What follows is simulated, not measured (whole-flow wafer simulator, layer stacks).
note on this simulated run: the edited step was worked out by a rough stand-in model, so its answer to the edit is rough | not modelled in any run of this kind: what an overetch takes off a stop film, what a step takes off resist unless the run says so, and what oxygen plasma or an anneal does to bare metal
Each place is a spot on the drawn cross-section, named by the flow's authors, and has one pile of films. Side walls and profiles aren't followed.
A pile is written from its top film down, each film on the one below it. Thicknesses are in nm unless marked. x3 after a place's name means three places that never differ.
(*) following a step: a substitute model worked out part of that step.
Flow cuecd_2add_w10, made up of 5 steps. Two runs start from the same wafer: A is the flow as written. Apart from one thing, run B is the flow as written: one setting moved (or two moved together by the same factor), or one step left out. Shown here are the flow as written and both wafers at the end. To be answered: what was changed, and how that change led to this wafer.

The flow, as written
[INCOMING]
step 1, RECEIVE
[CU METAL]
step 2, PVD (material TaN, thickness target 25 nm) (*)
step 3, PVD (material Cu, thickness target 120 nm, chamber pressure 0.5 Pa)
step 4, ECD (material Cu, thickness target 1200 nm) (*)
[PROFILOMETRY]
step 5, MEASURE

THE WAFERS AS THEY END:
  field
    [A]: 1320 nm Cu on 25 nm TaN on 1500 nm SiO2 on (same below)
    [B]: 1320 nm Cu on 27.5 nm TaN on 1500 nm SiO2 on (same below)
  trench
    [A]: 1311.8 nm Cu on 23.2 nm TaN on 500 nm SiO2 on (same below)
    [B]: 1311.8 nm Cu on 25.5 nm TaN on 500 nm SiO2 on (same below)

The reason: step 2, PVD: thickness target 27.5 nm was run, whereas the flow has thickness target 25 nm.
The wafer lets one read it off: field has TaN 27.5, and step 2 as written asks for 25 nm.

How this came from the change, step by step:
  step 2, PVD (material TaN, thickness target 25 nm) (*)
      field: A TaN gains 25 (new film) | B TaN gains 27.5 (new film)
      trench: A TaN gains 23.2 (new film) | B TaN gains 25.5 (new film)
